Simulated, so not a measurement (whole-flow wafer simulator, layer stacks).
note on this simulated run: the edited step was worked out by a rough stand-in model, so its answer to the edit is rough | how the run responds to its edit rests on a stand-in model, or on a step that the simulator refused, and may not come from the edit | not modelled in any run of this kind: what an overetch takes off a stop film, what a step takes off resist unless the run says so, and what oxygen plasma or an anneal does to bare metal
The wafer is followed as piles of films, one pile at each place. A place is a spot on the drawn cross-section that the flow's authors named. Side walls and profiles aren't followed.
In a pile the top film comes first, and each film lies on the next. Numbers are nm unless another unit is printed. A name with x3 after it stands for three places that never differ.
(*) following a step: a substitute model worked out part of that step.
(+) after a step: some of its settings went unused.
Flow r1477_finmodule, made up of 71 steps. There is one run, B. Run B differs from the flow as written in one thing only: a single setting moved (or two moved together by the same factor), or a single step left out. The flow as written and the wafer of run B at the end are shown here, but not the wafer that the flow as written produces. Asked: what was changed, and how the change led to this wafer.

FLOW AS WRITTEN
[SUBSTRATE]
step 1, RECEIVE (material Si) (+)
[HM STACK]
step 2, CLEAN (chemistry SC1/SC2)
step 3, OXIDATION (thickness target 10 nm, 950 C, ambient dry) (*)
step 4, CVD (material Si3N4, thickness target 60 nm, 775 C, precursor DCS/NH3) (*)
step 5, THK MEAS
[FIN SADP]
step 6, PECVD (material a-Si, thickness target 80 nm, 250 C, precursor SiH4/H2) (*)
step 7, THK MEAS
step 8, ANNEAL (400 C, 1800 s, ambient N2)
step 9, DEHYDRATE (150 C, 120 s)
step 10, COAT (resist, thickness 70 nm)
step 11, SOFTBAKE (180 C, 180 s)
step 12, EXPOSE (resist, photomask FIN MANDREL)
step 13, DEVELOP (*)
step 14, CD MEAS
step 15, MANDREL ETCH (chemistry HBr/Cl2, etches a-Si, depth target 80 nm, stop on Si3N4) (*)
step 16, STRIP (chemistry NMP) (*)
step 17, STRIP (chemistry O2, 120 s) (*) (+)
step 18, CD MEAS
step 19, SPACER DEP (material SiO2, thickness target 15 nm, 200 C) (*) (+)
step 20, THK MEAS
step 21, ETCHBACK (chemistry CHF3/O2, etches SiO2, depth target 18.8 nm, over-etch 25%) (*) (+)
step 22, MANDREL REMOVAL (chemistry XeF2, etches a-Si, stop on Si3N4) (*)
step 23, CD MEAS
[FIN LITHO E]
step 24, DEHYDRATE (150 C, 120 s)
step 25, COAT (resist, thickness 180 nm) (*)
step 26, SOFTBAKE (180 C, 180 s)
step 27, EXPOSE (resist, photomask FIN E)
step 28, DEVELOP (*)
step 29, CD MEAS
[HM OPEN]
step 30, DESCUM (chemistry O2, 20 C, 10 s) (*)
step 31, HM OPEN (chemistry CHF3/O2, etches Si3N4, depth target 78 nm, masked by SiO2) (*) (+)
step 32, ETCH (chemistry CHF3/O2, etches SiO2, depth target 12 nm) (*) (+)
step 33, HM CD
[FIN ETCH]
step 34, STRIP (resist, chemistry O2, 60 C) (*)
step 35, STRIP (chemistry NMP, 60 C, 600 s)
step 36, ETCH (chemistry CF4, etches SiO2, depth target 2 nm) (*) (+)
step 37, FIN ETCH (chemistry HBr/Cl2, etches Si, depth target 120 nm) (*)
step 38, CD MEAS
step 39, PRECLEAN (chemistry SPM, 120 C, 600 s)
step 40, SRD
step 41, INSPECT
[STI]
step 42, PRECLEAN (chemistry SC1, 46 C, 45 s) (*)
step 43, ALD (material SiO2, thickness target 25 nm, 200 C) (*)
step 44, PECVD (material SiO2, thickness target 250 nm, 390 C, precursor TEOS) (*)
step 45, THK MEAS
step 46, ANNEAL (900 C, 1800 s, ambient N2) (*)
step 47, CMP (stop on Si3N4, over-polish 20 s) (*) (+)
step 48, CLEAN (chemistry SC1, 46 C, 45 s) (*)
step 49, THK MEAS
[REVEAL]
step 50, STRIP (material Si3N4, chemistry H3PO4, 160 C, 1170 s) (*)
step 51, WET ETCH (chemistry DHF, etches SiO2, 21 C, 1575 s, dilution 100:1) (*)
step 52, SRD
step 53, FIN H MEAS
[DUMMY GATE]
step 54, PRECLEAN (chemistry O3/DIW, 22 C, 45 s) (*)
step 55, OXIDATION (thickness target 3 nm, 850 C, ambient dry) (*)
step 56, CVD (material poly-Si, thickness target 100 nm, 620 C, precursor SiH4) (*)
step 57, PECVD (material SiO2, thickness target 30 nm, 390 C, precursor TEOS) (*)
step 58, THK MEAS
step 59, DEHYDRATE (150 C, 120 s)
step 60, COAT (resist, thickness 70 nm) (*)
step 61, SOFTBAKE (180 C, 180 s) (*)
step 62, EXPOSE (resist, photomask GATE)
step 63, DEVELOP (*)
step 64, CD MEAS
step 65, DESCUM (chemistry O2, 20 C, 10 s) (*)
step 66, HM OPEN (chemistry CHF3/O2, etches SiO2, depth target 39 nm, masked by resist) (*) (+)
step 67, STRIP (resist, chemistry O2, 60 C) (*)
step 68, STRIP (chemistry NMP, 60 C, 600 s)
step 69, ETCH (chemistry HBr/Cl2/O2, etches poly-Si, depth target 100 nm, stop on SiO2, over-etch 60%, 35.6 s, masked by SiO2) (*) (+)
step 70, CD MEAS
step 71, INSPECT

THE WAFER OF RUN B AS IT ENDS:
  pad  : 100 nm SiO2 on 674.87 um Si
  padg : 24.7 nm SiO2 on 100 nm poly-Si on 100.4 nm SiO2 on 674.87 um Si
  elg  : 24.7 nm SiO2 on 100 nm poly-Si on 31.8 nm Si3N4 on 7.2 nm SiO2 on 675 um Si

The reason: step 3, OXIDATION: thickness target 7.2 nm was run, while the flow as written has thickness target 10 nm.
One can read it off the wafer: elg has SiO2 7.2, and step 3 as written asks for 10 nm.

The path from the change to this, step by step:
  step 3, OXIDATION (thickness target 10 nm, 950 C, ambient dry) (*)
      pad, padg, elg and 33 more: SiO2 gains 7.2 (new film), chemical SiO2 loses 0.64 (all of it), Si loses 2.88 (it would be, as written: SiO2 gains 10 (new film), chemical SiO2 loses 0.64 (all of it), Si loses 4.12)
  step 31, HM OPEN (chemistry CHF3/O2, etches Si3N4, depth target 78 nm, masked by SiO2) (*) (+)
      s40cg, s45cg, s50cg, s40co, s45co, s50co: Si3N4 loses 60 (all of it), SiO2 loses 7.2 (all of it) (it would be, as written: Si3N4 loses 60 (all of it), SiO2 loses 9)
      pad, padg, esg and 13 more: Si3N4 loses 56.4 (all of it), SiO2 loses 7.2 (all of it) (it would be, as written: Si3N4 loses 56.4 (all of it), SiO2 loses 10 (all of it))
  step 32, ETCH (chemistry CHF3/O2, etches SiO2, depth target 12 nm) (*) (+)
      s40cg, s40co: Si loses 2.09 (it would be, as written: SiO2 loses 1 (all of it), Si loses 2.2)
      s45cg, s45co: Si loses 2.12 (it would be, as written: SiO2 loses 1 (all of it), Si loses 2.2)
      (also at 2 further places)
  step 47, CMP (stop on Si3N4, over-polish 20 s) (*) (+)
      pad, padg, e40sg and 11 more: SiO2 loses 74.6 (it would be, as written: SiO2 loses 71.8)
      eso: SiO2 loses 75.2 (it would be, as written: SiO2 loses 72.4)
  step 51, WET ETCH (chemistry DHF, etches SiO2, 21 C, 1575 s, dilution 100:1) (*)
      s40sg_line, s45sg_line, s50sg_line, s40so_line, s45so_line, s50so_line: SiO2 loses 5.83 (all of it) (it would be, as written: SiO2 loses 8.63 (all of it))
  step 56, CVD (material poly-Si, thickness target 100 nm, 620 C, precursor SiH4) (*)
      s40cg, s40co: poly-Si gains 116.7 (new film) (it would be, as written: poly-Si gains 113.9 (new film))
      s45cg, s45co: poly-Si gains 116.2 (new film) (it would be, as written: poly-Si gains 113.4 (new film))
      (also at 2 further places)
  step 60, COAT (resist, thickness 70 nm) (*)
      s40sg, s45sg, s40so, s45so: resist gains 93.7 (new film) (it would be, as written: resist gains 91 (new film))
      s50sg, s50so: resist gains 93.6 (new film) (it would be, as written: resist gains 90.9 (new film))
  step 63, DEVELOP (*)
      s40so, s45so: resist loses 93.7 (all of it) (it would be, as written: resist loses 91 (all of it))
      s50so: resist loses 93.6 (all of it) (it would be, as written: resist loses 90.9 (all of it))
  step 67, STRIP (resist, chemistry O2, 60 C) (*)
      s40sg: resist loses 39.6 (all of it) (it would be, as written: resist loses 36.9 (all of it))
      s45sg: resist loses 39.5 (all of it) (it would be, as written: resist loses 36.9 (all of it))
      (also at 1 further place)
  step 69, ETCH (chemistry HBr/Cl2/O2, etches poly-Si, depth target 100 nm, stop on SiO2, over-etch 60%, 35.6 s, masked by SiO2) (*) (+)
      s40co: chemical SiO2 loses 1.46 (all of it), poly-Si loses 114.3 (all of it), SiO2 loses 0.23 (it would be, as written: chemical SiO2 loses 1.46 (all of it), poly-Si loses 111.5 (all of it), SiO2 loses 0.24)
      s45co: chemical SiO2 loses 1.46 (all of it), poly-Si loses 113.7 (all of it), SiO2 loses 0.23 (it would be, as written: chemical SiO2 loses 1.46 (all of it), poly-Si loses 110.9 (all of it), SiO2 loses 0.25)
      (also at 1 further place)
